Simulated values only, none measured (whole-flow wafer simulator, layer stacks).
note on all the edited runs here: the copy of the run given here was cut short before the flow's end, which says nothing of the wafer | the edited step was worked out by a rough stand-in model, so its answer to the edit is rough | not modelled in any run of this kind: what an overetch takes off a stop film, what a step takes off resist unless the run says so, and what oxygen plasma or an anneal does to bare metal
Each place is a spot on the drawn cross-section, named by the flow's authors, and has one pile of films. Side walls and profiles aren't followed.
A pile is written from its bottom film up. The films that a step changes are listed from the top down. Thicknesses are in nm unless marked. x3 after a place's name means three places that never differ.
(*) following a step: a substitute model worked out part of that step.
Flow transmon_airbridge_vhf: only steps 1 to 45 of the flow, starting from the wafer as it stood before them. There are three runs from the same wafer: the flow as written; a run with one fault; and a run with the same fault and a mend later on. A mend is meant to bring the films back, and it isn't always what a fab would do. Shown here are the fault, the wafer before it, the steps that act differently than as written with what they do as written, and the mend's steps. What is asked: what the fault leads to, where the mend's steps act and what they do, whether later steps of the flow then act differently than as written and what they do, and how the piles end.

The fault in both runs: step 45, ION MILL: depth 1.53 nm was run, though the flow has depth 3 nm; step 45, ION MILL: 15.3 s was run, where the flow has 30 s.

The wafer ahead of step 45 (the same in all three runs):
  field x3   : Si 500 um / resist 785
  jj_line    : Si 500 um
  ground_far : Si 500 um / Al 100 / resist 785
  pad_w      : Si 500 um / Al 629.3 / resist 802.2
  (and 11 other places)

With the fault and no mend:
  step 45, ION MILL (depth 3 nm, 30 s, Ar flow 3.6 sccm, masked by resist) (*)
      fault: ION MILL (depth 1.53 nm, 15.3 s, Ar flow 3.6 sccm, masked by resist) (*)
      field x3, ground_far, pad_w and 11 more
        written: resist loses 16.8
        fault: resist loses 8.56
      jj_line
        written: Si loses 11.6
        fault: Si loses 5.93
  None of the later steps of the flow acts differently than as written at any place that is followed.
  The piles end only slightly different from the flow's at the places that both follow, by no more than 2% or 0.5 nm, whichever is larger.

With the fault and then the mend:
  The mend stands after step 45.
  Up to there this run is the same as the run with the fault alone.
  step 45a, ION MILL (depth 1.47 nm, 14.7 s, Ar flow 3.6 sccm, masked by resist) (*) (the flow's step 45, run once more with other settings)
      field x3, ground_far, pad_w and 11 more
        resist loses 8.23
      jj_line
        Si loses 5.7
  None of the later steps of the flow acts differently than as written at any place that is followed.
  The piles end the same as the flow's at every place that both follow.
